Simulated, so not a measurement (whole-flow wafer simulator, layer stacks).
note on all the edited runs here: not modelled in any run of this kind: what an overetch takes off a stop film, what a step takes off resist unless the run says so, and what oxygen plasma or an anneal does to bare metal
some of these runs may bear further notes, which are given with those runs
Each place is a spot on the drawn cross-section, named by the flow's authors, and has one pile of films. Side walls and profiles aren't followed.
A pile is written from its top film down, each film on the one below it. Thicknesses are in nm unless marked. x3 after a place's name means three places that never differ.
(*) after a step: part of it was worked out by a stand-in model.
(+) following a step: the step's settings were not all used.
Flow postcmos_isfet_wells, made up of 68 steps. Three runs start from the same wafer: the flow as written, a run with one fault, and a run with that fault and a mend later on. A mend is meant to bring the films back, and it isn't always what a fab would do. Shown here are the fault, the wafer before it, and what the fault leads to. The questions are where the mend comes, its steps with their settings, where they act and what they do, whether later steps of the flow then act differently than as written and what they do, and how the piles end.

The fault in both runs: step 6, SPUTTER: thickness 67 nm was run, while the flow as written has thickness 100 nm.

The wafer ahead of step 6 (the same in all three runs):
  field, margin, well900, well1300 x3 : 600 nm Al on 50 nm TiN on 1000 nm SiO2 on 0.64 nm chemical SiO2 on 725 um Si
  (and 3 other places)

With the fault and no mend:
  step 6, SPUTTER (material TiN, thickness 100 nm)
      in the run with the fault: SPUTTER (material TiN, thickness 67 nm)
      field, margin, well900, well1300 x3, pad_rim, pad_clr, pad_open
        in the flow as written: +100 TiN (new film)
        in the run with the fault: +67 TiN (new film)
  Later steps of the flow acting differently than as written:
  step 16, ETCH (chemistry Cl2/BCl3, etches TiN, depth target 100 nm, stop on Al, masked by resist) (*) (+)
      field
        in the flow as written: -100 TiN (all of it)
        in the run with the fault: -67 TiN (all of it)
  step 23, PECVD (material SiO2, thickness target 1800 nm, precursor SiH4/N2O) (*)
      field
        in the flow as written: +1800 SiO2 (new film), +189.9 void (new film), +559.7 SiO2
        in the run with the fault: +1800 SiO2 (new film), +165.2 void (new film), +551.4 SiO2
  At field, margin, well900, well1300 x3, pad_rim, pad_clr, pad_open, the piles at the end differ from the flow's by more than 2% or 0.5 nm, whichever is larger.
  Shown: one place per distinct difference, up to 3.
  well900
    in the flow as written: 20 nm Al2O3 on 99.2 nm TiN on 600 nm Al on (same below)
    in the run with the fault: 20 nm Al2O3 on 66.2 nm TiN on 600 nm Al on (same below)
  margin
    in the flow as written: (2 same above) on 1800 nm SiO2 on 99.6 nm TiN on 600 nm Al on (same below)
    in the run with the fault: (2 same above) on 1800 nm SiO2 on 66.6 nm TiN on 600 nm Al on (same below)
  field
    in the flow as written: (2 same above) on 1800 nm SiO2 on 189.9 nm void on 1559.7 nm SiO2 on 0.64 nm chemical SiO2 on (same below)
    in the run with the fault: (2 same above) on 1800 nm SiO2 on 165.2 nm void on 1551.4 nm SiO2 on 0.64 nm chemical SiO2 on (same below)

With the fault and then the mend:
  The mend stands after step 6.
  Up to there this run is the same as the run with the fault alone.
  step 6a, SPUTTER (material TiN, thickness 33 nm) (the flow's step 6 again, with other settings)
      field, margin, well900, well1300 x3, pad_rim, pad_clr, pad_open
        +33 TiN
  Every later step of the flow that is run acts as written at every place that is followed.
  By the end, the piles equal the flow's at every place that both follow.
